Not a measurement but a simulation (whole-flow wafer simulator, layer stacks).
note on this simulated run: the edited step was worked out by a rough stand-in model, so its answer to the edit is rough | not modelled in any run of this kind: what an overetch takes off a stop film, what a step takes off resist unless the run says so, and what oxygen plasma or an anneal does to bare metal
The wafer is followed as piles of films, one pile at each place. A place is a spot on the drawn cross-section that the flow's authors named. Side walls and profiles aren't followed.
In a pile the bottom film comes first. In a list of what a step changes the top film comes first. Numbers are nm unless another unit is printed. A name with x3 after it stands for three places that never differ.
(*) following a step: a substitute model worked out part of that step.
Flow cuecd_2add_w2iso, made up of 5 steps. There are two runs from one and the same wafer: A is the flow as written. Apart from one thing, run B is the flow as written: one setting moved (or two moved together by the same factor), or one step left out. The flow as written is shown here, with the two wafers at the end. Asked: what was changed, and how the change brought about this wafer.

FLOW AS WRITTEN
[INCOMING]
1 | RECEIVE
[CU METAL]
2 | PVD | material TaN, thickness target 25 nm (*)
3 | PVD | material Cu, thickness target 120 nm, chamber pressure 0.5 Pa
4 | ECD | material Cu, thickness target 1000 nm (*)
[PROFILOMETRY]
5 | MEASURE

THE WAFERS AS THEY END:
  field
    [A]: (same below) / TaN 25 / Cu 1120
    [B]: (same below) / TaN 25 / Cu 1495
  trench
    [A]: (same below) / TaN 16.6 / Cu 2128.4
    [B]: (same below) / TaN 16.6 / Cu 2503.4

Cause: step 4, ECD: thickness target 1375 nm was run, whereas the flow has thickness target 1000 nm.

Step by step, how the change led to this:
  4 | ECD | material Cu, thickness target 1000 nm (*)
      field: A Cu gains 1000 | B Cu gains 1375
      trench: A Cu gains 2047.6 | B Cu gains 2422.6
